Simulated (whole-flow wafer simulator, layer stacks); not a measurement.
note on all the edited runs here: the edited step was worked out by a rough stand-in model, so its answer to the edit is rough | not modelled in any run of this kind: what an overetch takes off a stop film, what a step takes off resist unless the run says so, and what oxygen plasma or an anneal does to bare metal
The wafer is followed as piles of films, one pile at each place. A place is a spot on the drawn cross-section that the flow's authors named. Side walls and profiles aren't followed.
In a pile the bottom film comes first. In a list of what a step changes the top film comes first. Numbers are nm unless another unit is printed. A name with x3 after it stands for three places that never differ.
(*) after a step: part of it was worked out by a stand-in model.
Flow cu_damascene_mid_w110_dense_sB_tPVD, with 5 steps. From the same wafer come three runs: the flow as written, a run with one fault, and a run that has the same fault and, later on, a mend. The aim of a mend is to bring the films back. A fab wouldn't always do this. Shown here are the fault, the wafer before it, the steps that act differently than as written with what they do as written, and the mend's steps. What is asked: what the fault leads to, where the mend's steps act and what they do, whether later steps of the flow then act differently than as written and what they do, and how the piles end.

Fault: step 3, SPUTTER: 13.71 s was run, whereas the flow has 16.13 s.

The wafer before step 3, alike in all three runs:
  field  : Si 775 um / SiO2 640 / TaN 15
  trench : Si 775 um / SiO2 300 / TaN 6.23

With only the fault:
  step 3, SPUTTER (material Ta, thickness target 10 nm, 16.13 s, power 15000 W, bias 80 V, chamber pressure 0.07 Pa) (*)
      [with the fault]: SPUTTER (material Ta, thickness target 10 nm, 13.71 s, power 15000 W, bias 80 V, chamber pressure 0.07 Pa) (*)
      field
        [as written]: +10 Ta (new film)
        [with the fault]: +8.5 Ta (new film)
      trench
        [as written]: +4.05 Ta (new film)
        [with the fault]: +3.44 Ta (new film)
  None of the later steps of the flow differs from how it acts as written, at any place that is followed, by more than 2% or 0.5 nm, whichever is larger.
  At field, trench, the piles at the end differ from the flow's by more than 2% or 0.5 nm, whichever is larger.
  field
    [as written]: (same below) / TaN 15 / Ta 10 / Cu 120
    [with the fault]: (same below) / TaN 15 / Ta 8.5 / Cu 120
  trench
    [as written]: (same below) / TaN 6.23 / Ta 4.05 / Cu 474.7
    [with the fault]: (same below) / TaN 6.23 / Ta 3.44 / Cu 473.8

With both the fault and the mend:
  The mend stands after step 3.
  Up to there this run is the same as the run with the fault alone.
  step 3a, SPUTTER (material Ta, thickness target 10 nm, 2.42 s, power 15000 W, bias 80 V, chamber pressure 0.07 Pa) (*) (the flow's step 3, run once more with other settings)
      field
        +1.5 Ta
      trench
        +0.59 Ta
  None of the later steps of the flow differs from how it acts as written, at any place that is followed, by more than 2% or 0.5 nm, whichever is larger.
  When the end is reached, the piles differ only a little from the flow's at the places that both follow, at most by 2% or 0.5 nm, whichever is larger.
